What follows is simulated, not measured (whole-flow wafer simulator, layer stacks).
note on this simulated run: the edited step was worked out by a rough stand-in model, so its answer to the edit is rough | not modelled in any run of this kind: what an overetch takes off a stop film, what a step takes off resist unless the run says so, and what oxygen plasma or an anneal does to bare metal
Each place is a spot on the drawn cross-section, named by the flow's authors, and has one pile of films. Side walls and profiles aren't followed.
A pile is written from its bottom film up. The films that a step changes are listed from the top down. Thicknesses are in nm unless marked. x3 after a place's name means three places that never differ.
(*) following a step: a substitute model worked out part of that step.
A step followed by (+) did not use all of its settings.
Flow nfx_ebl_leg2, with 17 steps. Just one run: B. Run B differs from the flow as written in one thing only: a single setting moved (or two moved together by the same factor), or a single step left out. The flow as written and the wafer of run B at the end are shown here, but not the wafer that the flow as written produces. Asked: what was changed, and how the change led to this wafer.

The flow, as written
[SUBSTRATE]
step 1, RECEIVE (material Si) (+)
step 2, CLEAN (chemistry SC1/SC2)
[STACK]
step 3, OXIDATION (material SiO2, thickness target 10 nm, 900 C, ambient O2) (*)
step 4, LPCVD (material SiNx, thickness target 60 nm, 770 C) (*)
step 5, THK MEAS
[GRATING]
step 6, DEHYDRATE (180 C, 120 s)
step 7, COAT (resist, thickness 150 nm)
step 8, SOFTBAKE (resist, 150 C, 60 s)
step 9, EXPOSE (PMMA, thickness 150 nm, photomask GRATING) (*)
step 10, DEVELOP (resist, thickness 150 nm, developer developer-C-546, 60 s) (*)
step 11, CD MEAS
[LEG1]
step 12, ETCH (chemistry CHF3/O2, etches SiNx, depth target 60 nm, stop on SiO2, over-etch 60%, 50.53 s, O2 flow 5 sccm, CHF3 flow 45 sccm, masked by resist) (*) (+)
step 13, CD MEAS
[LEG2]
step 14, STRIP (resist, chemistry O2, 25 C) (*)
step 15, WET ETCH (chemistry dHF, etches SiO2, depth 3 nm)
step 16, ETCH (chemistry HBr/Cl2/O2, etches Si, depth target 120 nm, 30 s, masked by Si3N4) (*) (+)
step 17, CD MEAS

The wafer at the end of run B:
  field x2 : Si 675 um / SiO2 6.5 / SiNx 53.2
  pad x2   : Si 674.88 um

Cause: step 3, OXIDATION: thickness target 6.5 nm was run, while the flow as written has thickness target 10 nm.
One can read it off the wafer: field x2 has SiO2 6.5, and step 3 as written asks for 10 nm.

Step by step, how the change led to this:
  step 3, OXIDATION (material SiO2, thickness target 10 nm, 900 C, ambient O2) (*)
      field x2, pad x2: +6.5 SiO2 (new film), -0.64 chemical SiO2 (all of it), -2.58 Si (it would be, as written: +10 SiO2 (new film), -0.64 chemical SiO2 (all of it), -4.12 Si)
  step 12, ETCH (chemistry CHF3/O2, etches SiNx, depth target 60 nm, stop on SiO2, over-etch 60%, 50.53 s, O2 flow 5 sccm, CHF3 flow 45 sccm, masked by resist) (*) (+)
      pad x2: -60 SiNx (all of it), -6.5 SiO2 (all of it) (it would be, as written: -60 SiNx (all of it), -10 SiO2 (all of it))
